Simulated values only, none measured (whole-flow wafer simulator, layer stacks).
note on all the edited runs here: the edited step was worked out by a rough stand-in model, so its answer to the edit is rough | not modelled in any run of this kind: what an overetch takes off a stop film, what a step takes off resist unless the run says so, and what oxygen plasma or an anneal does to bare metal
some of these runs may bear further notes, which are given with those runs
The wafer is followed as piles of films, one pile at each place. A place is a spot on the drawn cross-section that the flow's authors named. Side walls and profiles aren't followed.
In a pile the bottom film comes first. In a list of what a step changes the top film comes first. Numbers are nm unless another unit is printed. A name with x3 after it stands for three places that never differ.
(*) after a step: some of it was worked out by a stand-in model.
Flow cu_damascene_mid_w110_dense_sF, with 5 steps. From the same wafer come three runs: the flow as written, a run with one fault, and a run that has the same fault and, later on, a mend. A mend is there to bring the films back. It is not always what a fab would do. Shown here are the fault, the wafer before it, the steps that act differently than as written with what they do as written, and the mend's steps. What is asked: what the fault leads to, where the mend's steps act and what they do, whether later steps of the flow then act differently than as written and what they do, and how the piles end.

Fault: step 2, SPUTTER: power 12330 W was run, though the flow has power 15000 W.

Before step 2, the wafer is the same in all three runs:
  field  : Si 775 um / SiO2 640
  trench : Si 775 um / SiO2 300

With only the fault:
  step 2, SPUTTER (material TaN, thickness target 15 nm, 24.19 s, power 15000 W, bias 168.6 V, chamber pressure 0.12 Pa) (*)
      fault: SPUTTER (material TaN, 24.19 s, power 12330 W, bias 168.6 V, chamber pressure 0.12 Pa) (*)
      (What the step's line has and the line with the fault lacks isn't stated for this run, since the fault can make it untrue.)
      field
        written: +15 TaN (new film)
        fault: +12.3 TaN (new film)
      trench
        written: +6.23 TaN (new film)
        fault: +5.12 TaN (new film)
  None of the later steps of the flow differs from how it acts as written, at any place that is followed, by more than 2% or 0.5 nm, whichever is larger.
  At field, trench, the piles at the end differ from the flow's by more than 2% or 0.5 nm, whichever is larger.
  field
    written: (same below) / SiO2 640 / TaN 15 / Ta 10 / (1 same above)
    fault: (same below) / SiO2 640 / TaN 12.3 / Ta 10 / (1 same above)
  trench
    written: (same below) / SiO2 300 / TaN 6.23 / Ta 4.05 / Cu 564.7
    fault: (same below) / SiO2 300 / TaN 5.12 / Ta 4.08 / Cu 563.1

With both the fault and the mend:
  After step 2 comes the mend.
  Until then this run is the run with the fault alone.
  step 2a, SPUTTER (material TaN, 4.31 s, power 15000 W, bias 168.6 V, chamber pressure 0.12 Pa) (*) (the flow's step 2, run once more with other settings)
      field
        +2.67 TaN
      trench
        +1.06 TaN
  None of the later steps of the flow differs from how it acts as written, at any place that is followed, by more than 2% or 0.5 nm, whichever is larger.
  At the end the piles are close to the flow's at the places that both follow, differing by at most 2% or 0.5 nm, whichever is larger.
